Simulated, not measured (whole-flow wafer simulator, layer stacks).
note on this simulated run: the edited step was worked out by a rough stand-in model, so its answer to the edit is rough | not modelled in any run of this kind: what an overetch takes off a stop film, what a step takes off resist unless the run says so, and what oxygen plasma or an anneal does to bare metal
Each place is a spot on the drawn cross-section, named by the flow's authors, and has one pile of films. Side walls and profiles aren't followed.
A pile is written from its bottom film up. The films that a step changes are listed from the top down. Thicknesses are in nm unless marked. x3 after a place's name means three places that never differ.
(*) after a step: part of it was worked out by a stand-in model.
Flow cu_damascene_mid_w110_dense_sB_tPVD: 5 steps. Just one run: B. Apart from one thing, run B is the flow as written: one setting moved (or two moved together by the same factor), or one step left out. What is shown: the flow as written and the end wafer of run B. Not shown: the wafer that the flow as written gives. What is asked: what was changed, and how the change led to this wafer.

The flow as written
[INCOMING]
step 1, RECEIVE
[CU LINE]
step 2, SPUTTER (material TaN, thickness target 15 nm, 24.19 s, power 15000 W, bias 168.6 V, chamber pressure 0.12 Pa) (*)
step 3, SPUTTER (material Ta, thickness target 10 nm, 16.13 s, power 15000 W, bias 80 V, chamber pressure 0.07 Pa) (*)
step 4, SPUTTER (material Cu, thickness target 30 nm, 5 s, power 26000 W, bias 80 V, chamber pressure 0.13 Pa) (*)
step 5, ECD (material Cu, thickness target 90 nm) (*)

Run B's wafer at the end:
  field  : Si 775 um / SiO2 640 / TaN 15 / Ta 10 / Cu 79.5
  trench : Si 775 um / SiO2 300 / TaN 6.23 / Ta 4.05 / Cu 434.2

Cause: step 5, ECD: thickness target 49.5 nm was run, whereas the flow has thickness target 90 nm.

How this came from the change, step by step:
  step 5, ECD (material Cu, thickness target 90 nm) (*)
      field: +49.5 Cu (it would be, as written: +90 Cu)
      trench: +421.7 Cu (it would be, as written: +462.2 Cu)
